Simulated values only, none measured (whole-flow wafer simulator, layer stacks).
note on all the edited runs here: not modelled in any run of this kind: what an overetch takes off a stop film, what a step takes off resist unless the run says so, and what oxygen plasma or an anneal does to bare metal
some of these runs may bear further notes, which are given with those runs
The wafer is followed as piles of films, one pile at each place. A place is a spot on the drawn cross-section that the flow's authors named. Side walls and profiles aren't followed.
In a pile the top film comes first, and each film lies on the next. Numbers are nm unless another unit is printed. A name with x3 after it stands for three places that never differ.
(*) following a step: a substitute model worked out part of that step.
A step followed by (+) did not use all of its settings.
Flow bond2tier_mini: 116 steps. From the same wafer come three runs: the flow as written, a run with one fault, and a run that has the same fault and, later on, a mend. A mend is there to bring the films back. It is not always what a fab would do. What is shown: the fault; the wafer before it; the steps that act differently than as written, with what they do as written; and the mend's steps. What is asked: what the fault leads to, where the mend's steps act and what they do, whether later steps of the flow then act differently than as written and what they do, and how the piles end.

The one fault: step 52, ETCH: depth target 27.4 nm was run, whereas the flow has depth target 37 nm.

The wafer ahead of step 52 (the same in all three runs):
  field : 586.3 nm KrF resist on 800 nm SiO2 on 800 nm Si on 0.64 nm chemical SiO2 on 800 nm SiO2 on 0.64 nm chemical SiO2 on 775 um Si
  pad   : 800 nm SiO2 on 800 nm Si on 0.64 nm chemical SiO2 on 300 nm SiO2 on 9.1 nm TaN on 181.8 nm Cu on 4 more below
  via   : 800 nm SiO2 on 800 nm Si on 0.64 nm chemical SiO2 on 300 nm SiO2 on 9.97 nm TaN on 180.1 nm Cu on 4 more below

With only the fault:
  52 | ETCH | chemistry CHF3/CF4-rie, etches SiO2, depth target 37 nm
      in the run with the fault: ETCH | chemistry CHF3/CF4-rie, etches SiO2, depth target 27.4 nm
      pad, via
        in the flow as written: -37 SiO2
        in the run with the fault: -27.4 SiO2
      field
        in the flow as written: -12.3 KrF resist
        in the run with the fault: -9.13 KrF resist
  Every later step of the flow that is run acts as written, at every place that is followed, to within 2% or 0.5 nm, whichever is larger.
  At pad, the piles at the end differ from the flow's by more than 2% or 0.5 nm, whichever is larger.
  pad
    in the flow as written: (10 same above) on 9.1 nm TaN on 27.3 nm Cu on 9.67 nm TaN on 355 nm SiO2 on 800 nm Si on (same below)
    in the run with the fault: (10 same above) on 9.1 nm TaN on 17.6 nm Cu on 9.76 nm TaN on 364.6 nm SiO2 on 800 nm Si on (same below)

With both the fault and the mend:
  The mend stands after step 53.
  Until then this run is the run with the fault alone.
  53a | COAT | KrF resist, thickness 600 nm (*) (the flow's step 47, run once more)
      field
        +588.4 KrF resist (new film)
      pad
        +612.1 KrF resist (new film)
      via
        +610.6 KrF resist (new film)
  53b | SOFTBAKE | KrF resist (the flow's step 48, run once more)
      alters no film at any place that is followed
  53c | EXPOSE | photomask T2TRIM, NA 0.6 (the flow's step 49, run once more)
      alters no film at any place that is followed
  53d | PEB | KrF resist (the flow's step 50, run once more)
      alters no film at any place that is followed
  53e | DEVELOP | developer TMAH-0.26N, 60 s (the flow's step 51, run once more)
      field
        -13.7 KrF resist
      pad
        -612.1 KrF resist (all of it)
      via
        -610.6 KrF resist (all of it)
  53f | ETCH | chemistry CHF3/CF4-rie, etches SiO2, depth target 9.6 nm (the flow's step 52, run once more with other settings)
      pad, via
        -9.6 SiO2
      field
        -3.2 KrF resist
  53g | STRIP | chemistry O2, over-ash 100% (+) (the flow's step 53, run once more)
      field
        -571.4 KrF resist (all of it)
  Every later step of the flow that is run acts as written at every place that is followed.
  The piles end the same as the flow's at every place that both follow.
